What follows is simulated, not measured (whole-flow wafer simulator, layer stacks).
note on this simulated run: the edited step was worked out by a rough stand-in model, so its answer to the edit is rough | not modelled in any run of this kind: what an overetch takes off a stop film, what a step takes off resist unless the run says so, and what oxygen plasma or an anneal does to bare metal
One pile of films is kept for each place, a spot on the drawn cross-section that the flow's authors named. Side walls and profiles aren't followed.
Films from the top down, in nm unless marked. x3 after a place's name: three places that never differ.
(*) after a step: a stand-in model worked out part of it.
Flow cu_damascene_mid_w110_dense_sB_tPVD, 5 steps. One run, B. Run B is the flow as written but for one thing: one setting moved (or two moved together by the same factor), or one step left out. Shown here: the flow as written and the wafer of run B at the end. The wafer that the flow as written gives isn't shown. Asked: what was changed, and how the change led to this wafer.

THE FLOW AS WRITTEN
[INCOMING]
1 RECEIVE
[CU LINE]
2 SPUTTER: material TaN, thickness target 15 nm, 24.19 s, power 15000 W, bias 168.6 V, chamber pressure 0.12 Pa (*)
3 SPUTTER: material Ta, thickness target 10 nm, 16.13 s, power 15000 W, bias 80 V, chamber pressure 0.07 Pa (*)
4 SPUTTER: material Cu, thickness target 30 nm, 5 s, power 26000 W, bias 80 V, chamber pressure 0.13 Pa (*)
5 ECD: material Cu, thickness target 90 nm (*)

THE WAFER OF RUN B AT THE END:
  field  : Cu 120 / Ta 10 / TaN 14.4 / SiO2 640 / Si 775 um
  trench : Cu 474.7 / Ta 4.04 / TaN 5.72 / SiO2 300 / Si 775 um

The cause: step 2, SPUTTER: bias 188.8 V was run, where the flow has bias 168.6 V.

How the change led to this, step by step:
  2 SPUTTER: material TaN, thickness target 15 nm, 24.19 s, power 15000 W, bias 168.6 V, chamber pressure 0.12 Pa (*)
      field: TaN +14.4 (new film) (as written it would be: TaN +15 (new film))
      trench: TaN +5.72 (new film) (as written it would be: TaN +6.23 (new film))
